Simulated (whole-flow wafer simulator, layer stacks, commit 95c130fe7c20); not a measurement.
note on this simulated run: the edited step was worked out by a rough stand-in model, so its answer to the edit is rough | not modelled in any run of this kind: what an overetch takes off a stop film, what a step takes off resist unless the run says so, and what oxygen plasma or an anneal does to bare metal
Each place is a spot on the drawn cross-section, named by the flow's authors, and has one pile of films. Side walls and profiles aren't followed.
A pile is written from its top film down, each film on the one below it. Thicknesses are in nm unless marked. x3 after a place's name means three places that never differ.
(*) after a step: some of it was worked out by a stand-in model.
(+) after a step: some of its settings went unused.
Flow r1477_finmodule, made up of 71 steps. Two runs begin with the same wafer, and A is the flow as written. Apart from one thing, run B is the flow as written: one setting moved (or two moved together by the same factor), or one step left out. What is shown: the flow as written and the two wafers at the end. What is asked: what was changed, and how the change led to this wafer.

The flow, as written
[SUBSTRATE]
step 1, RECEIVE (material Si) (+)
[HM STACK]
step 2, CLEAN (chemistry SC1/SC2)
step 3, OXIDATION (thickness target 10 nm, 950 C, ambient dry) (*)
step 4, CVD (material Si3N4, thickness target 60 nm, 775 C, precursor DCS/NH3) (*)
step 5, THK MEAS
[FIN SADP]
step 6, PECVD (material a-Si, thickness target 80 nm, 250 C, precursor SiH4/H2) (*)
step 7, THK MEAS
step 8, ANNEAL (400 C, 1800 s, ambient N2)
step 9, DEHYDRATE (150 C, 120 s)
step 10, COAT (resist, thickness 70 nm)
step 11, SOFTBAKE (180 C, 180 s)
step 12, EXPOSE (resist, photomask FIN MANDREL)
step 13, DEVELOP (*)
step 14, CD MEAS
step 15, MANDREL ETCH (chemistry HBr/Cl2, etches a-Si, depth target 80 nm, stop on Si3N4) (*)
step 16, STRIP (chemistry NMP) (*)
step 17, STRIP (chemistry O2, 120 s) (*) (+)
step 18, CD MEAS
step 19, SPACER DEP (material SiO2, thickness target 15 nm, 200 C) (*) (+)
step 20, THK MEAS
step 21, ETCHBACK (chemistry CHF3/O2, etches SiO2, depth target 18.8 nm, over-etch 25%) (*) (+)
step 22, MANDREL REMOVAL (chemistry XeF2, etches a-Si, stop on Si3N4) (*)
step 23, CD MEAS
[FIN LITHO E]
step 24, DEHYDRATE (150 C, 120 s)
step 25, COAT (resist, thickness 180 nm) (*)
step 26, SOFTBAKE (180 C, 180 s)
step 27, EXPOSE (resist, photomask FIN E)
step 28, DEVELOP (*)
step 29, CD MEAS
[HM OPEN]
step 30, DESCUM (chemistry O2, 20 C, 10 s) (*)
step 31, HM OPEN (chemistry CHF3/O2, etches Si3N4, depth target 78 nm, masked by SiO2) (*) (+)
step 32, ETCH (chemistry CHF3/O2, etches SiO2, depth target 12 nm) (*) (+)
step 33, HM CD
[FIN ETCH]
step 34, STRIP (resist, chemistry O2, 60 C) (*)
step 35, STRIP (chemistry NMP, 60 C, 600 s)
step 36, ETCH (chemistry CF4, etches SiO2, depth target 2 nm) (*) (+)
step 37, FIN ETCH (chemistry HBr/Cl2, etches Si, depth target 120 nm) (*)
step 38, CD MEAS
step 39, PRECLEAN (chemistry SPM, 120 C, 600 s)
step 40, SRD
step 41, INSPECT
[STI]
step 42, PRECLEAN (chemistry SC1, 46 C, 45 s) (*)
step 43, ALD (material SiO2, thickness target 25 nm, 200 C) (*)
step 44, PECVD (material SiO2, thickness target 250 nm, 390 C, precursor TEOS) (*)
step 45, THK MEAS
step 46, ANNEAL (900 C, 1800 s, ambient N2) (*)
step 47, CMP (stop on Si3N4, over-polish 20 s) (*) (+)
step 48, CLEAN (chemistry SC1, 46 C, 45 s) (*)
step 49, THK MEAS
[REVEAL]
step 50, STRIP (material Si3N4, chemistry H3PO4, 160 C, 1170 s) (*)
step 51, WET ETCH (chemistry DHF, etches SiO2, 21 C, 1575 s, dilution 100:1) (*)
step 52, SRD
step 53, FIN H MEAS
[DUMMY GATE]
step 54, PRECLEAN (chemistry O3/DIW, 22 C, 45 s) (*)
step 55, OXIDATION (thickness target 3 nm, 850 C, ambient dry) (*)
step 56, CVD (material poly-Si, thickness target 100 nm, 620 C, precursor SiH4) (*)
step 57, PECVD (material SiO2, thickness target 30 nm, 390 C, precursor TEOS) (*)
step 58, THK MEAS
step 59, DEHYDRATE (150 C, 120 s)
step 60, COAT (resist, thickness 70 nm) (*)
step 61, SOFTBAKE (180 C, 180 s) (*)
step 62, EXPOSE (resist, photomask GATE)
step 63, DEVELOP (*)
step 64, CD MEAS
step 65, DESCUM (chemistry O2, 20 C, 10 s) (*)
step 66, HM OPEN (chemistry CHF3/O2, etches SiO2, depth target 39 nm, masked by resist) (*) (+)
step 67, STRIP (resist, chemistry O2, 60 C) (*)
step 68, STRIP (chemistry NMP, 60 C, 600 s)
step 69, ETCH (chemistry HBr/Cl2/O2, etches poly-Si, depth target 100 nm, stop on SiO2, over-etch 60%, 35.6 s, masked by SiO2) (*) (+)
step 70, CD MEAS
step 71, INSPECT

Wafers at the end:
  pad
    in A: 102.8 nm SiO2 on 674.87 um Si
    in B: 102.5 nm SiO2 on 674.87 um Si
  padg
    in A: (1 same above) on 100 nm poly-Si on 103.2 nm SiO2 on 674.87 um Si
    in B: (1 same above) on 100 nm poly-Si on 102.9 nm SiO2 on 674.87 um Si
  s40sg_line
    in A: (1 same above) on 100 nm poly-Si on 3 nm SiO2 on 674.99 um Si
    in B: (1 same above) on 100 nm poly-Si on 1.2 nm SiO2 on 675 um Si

The reason: step 55, OXIDATION: thickness target 1.2 nm was run, whereas the flow has thickness target 3 nm.
The wafer itself shows it: s40sg_line has SiO2 1.2, and step 55 as written asks for 3 nm.

How this came from the change, step by step:
  step 55, OXIDATION (thickness target 3 nm, 850 C, ambient dry) (*)
      s40sg_line, s45sg_line, s50sg_line, s40so_line, s45so_line, s50so_line: A SiO2 gains 3 (new film), chemical SiO2 loses 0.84 (all of it), Si loses 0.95 | B SiO2 gains 1.2 (new film), chemical SiO2 loses 0.84 (all of it), Si loses 0.16
  step 67, STRIP (resist, chemistry O2, 60 C) (*)
      s45sg: A resist loses 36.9 (all of it) | B resist loses 36.1 (all of it)
      s50sg: A resist loses 36.8 (all of it) | B resist loses 36 (all of it)
